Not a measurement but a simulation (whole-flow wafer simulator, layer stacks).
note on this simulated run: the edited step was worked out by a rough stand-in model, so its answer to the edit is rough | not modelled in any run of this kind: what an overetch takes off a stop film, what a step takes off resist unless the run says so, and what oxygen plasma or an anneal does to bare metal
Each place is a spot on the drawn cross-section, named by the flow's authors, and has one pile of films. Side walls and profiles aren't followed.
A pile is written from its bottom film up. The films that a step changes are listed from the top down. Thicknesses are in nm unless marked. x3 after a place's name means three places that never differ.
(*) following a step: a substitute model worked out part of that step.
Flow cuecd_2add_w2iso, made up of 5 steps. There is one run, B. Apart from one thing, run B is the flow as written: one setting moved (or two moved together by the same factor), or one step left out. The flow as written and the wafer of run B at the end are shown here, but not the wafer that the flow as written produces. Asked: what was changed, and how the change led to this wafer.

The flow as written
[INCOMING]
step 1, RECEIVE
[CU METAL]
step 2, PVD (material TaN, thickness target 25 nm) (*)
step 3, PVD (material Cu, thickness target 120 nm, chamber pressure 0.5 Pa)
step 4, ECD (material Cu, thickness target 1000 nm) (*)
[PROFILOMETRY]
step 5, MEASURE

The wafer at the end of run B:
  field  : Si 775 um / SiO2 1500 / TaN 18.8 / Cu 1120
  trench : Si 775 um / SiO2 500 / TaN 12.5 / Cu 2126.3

The reason: step 2, PVD: thickness target 18.8 nm was run, whereas the flow has thickness target 25 nm.
One can read it off the wafer: field has TaN 18.8, and step 2 as written asks for 25 nm.

The path from the change to this, step by step:
  step 2, PVD (material TaN, thickness target 25 nm) (*)
      field: TaN gains 18.8 (new film) (as written it would have been: TaN gains 25 (new film))
      trench: TaN gains 12.5 (new film) (as written it would have been: TaN gains 16.6 (new film))
